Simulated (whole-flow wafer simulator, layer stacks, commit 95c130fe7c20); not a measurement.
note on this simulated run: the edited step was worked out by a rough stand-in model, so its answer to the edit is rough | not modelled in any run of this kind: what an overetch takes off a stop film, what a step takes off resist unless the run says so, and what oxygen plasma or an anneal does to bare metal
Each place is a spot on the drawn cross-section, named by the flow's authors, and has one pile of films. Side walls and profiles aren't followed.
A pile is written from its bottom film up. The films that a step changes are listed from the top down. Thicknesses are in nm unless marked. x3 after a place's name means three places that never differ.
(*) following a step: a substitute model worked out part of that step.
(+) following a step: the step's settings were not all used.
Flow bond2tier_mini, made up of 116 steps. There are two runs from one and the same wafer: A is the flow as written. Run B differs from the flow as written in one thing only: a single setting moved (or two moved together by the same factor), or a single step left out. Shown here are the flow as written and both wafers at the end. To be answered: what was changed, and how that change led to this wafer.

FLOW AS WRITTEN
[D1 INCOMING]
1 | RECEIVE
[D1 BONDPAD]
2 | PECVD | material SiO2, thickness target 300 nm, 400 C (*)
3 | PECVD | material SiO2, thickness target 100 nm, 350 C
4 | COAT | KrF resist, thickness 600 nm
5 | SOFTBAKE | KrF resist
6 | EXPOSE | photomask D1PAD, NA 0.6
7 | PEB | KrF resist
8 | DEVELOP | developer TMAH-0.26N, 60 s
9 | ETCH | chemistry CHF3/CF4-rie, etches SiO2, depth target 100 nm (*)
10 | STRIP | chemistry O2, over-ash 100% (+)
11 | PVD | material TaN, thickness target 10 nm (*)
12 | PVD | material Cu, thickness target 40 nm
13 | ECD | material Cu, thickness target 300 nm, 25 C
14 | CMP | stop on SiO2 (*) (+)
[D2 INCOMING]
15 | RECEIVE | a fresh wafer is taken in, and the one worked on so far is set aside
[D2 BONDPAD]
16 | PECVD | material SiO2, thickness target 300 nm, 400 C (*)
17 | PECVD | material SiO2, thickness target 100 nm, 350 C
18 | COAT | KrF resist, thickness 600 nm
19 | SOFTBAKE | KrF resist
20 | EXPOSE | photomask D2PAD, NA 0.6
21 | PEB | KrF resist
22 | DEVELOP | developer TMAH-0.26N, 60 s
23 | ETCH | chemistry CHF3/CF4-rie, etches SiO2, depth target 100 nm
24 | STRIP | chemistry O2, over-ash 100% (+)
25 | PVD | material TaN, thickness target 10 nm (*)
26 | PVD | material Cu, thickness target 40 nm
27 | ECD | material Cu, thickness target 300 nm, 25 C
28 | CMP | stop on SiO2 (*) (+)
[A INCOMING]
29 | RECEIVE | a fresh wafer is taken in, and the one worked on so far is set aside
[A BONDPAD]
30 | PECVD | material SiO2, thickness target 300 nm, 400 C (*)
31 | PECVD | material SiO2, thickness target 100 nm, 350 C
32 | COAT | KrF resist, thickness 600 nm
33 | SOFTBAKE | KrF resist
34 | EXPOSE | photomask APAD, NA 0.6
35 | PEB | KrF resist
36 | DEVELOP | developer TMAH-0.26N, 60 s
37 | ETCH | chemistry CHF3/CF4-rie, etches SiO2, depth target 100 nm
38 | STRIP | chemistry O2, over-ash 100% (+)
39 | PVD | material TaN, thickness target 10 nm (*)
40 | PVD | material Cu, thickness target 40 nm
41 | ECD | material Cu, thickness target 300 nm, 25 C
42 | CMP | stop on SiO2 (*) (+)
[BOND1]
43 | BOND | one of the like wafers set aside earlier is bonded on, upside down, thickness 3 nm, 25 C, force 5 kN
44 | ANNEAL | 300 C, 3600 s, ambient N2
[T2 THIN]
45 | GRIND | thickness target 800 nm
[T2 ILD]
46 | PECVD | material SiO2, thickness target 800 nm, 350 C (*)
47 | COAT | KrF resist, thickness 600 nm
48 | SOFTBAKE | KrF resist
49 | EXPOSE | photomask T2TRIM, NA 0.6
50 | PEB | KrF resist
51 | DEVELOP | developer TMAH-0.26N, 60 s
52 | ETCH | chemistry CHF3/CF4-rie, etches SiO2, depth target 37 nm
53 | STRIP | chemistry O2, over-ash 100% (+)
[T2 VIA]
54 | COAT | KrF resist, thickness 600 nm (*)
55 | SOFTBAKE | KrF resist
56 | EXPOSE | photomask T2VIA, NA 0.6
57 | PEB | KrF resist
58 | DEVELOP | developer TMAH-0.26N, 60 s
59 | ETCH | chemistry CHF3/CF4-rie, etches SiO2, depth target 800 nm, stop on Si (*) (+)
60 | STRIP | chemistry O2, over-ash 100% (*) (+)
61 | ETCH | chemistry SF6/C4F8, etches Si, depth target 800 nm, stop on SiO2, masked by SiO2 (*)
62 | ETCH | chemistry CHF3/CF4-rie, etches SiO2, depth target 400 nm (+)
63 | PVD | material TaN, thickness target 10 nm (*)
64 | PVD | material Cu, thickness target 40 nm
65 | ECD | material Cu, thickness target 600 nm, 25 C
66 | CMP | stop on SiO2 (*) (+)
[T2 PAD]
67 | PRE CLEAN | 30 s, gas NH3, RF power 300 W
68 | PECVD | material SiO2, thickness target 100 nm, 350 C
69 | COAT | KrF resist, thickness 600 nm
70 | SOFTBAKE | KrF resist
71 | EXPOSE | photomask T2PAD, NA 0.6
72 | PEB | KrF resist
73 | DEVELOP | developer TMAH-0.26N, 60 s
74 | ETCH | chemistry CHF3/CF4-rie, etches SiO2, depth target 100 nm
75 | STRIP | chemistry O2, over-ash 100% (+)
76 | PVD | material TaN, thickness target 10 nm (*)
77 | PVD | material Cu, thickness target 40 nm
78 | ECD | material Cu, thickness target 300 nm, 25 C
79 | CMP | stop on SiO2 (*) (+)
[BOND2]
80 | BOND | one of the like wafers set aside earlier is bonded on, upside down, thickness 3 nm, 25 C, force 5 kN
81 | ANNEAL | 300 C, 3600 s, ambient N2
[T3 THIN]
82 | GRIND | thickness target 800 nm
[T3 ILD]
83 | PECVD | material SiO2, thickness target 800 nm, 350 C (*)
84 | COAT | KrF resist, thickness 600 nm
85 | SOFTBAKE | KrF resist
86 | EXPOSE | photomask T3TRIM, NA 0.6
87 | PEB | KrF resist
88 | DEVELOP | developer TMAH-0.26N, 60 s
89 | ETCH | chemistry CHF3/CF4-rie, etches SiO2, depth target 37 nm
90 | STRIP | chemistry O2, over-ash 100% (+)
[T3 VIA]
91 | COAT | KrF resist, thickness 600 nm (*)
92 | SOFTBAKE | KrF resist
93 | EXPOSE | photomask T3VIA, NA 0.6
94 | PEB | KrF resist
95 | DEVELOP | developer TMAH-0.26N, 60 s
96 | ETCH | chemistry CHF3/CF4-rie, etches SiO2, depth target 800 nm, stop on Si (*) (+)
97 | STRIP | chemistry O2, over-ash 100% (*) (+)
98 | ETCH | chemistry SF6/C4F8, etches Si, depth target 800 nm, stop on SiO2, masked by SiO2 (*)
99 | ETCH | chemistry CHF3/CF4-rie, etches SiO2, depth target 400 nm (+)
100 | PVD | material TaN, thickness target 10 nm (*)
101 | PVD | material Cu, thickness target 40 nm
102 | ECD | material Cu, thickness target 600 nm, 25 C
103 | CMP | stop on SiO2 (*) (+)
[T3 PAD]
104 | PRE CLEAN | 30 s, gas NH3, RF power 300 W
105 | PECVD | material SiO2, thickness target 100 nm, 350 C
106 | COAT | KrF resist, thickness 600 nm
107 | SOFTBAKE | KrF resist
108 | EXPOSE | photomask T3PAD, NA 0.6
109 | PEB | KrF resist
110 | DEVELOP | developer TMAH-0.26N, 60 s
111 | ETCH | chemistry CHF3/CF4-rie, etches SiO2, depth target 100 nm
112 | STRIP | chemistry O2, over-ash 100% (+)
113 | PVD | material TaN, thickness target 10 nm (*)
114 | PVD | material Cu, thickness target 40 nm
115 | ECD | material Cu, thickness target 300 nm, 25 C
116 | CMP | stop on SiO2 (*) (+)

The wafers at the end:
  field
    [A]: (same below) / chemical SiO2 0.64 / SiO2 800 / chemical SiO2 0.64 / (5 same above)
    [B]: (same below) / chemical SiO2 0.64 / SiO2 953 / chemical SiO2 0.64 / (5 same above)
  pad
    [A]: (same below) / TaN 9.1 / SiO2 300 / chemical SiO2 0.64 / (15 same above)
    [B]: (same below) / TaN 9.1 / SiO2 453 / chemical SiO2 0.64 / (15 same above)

The reason: step 2, PECVD: thickness target 453 nm was run, though the flow has thickness target 300 nm.
One can read it off the wafer: pad has SiO2 453, and step 2 as written asks for 300 nm.

How this came from the change, step by step:
  2 | PECVD | material SiO2, thickness target 300 nm, 400 C (*)
      field, pad, via: A +300 SiO2 (new film) | B +453 SiO2 (new film)
  43 | BOND | one of the like wafers set aside earlier is bonded on, upside down, thickness 3 nm, 25 C, force 5 kN
      field: A +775 um Si (new film), +0.64 chemical SiO2 (new film), +400 SiO2 | B +775 um Si (new film), +0.64 chemical SiO2 (new film), +553 SiO2
      pad: A +775 um Si (new film), +0.64 chemical SiO2 (new film), +300 SiO2 (new film), +9.1 TaN (new film), +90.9 Cu | B +775 um Si (new film), +0.64 chemical SiO2 (new film), +453 SiO2 (new film), +9.1 TaN (new film), +90.9 Cu
      (as well as at 1 more place)
